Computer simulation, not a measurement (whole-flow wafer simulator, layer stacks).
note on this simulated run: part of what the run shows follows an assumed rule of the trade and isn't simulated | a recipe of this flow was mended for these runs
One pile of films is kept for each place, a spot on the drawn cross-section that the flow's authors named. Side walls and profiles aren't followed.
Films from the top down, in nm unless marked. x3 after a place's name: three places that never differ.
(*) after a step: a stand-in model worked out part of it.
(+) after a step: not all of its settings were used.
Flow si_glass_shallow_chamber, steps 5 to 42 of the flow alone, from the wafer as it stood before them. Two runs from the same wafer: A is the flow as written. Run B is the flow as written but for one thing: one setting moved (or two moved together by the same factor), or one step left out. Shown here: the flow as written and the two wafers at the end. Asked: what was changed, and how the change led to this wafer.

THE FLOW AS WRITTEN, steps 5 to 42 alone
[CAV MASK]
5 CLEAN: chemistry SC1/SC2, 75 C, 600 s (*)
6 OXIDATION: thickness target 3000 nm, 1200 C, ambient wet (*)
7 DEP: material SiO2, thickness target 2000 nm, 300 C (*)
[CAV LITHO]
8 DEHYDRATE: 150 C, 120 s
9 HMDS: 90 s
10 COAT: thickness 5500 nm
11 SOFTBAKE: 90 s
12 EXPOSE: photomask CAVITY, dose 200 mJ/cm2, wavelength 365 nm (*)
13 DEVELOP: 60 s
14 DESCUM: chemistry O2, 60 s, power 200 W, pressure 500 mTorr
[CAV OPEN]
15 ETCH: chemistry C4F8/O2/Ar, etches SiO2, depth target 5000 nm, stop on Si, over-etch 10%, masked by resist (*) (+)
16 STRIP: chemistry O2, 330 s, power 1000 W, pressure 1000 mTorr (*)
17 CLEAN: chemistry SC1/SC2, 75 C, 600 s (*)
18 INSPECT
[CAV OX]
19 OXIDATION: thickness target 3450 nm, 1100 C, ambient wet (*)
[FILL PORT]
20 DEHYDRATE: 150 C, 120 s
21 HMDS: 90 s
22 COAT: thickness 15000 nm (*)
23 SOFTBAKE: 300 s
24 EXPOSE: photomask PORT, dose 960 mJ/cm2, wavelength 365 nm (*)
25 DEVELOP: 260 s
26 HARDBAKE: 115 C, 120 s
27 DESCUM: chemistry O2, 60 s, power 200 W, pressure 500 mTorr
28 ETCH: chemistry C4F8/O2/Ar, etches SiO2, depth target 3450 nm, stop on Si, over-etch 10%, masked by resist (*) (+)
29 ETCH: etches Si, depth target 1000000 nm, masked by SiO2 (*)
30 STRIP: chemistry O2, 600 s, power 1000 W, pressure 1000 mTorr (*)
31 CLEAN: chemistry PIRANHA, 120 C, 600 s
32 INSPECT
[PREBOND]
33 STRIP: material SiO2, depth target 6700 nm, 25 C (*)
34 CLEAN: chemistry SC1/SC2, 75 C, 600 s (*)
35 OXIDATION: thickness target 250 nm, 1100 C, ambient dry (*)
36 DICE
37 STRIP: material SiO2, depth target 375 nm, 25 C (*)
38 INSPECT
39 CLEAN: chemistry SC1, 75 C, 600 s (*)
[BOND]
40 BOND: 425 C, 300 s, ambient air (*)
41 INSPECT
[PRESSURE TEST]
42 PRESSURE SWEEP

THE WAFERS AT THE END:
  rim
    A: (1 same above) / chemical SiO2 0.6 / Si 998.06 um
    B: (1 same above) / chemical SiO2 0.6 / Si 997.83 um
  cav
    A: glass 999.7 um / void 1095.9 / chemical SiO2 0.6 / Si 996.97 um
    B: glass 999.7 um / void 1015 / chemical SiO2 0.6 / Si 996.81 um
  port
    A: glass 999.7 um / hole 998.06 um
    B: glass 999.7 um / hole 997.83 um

The cause: step 6, OXIDATION: thickness target 3648 nm was run, where the flow has thickness target 3000 nm.

How the change led to this, step by step:
  6 OXIDATION: thickness target 3000 nm, 1200 C, ambient wet (*)
      rim, ramp, cav, port, septum, ring: A SiO2 +3000 (new film), chemical SiO2 -0.6 (all of it), Si -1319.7 | B SiO2 +3648 (new film), chemical SiO2 -0.6 (all of it), Si -1604.9
  15 ETCH: chemistry C4F8/O2/Ar, etches SiO2, depth target 5000 nm, stop on Si, over-etch 10%, masked by resist (*) (+)
      cav, port: A SiO2 -5000 (all of it), Si -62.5 | B SiO2 -5500
  16 STRIP: chemistry O2, 330 s, power 1000 W, pressure 1000 mTorr (*)
      cav, port: A chemical SiO2 +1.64 (new film), Si -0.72 | B nothing
  17 CLEAN: chemistry SC1/SC2, 75 C, 600 s (*)
      cav, port: A chemical SiO2 -1.04, Si -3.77 | B SiO2 -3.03
  19 OXIDATION: thickness target 3450 nm, 1100 C, ambient wet (*)
      cav, port: A SiO2 +3450 (new film), chemical SiO2 -0.6 (all of it), Si -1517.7 | B SiO2 +3311.7, Si -1457.2
      rim, ramp, septum, ring: A SiO2 +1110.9, Si -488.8 | B SiO2 +1004.9, Si -442.1
  22 COAT: thickness 15000 nm (*)
      rim: A thick-i-line-resist +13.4 um (new film) | B thick-i-line-resist +13.22 um (new film)
      ramp: A thick-i-line-resist +12.89 um (new film) | B thick-i-line-resist +12.65 um (new film)
      (and at 4 more places)
  23 SOFTBAKE: 300 s
      rim: A thick-i-line-resist -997 | B thick-i-line-resist -1125.8
      ramp: A thick-i-line-resist -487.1 | B thick-i-line-resist -555.9
      (and at 4 more places)
  25 DEVELOP: 260 s
      port: A thick-i-line-resist -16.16 um (all of it) | B thick-i-line-resist -16.3 um (all of it)
  26 HARDBAKE: 115 C, 120 s
      rim, ramp: A thick-i-line-resist -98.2 | B thick-i-line-resist -94.5
  29 ETCH: etches Si, depth target 1000000 nm, masked by SiO2 (*)
      rim, ramp: A thick-i-line-resist -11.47 um (all of it), SiO2 -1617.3 | B thick-i-line-resist -11.16 um (all of it), SiO2 -1782.9
      port: A hole +997.05 um (new film), Si -997.05 um (all of it) | B hole +996.89 um (new film), Si -996.89 um (all of it)
      (and at 2 more places)
  30 STRIP: chemistry O2, 600 s, power 1000 W, pressure 1000 mTorr (*)
      cav: A thick-i-line-resist -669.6 (all of it) | B thick-i-line-resist -807.6 (all of it)
  33 STRIP: material SiO2, depth target 6700 nm, 25 C (*)
      rim, ramp: A SiO2 -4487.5 (all of it) | B SiO2 -4863.9 (all of it)
      septum: A SiO2 -5732.1 (all of it) | B SiO2 -6260 (all of it)
      (and at 1 more place)
  40 BOND: 425 C, 300 s, ambient air (*)
      cav: A glass +999.7 um (new film), void +1095.9 (new film) | B glass +999.7 um (new film), void +1015 (new film)
      port: A glass +999.7 um (new film), hole +1017.3 | B glass +999.7 um (new film), hole +935.5
